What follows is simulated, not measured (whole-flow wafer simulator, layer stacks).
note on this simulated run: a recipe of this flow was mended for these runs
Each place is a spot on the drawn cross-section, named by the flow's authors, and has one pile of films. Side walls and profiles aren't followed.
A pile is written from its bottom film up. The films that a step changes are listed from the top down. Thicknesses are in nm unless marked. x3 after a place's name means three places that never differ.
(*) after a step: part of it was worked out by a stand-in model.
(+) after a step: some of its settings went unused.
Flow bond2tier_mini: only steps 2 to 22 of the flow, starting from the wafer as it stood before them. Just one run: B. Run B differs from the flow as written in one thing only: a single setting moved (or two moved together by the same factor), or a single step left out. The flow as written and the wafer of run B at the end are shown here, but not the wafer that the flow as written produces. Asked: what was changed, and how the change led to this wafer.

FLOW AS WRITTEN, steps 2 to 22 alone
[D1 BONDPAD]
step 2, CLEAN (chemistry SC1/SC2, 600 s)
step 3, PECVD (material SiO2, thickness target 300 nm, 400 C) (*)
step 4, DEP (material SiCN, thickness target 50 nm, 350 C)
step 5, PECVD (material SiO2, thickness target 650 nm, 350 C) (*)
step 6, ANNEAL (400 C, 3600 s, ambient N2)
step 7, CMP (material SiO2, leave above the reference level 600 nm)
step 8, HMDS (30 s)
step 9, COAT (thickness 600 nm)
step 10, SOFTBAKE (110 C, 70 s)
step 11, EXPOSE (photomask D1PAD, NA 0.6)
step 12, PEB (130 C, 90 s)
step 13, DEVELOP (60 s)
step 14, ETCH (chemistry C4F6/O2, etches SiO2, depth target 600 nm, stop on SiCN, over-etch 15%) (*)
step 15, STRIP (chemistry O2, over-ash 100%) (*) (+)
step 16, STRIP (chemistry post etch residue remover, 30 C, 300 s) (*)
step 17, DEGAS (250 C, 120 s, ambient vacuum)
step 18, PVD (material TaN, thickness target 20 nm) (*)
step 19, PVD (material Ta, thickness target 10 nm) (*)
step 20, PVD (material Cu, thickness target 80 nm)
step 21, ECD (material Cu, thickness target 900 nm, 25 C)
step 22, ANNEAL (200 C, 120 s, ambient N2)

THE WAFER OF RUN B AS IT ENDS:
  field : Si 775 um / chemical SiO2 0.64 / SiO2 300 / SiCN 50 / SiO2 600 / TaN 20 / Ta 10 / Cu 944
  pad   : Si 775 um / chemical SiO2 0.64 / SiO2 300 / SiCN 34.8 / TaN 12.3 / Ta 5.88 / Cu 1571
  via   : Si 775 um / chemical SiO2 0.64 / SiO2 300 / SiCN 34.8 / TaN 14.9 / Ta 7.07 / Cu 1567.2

What caused this: step 20, PVD: thickness target 44 nm was run, while the flow as written has thickness target 80 nm.

How this came from the change, step by step:
  step 20, PVD (material Cu, thickness target 80 nm)
      field: +44 Cu (new film) (in the flow as written it would be: +80 Cu (new film))
      pad: +26.7 Cu (new film) (in the flow as written it would be: +48.4 Cu (new film))
      (as well as at 1 more place)
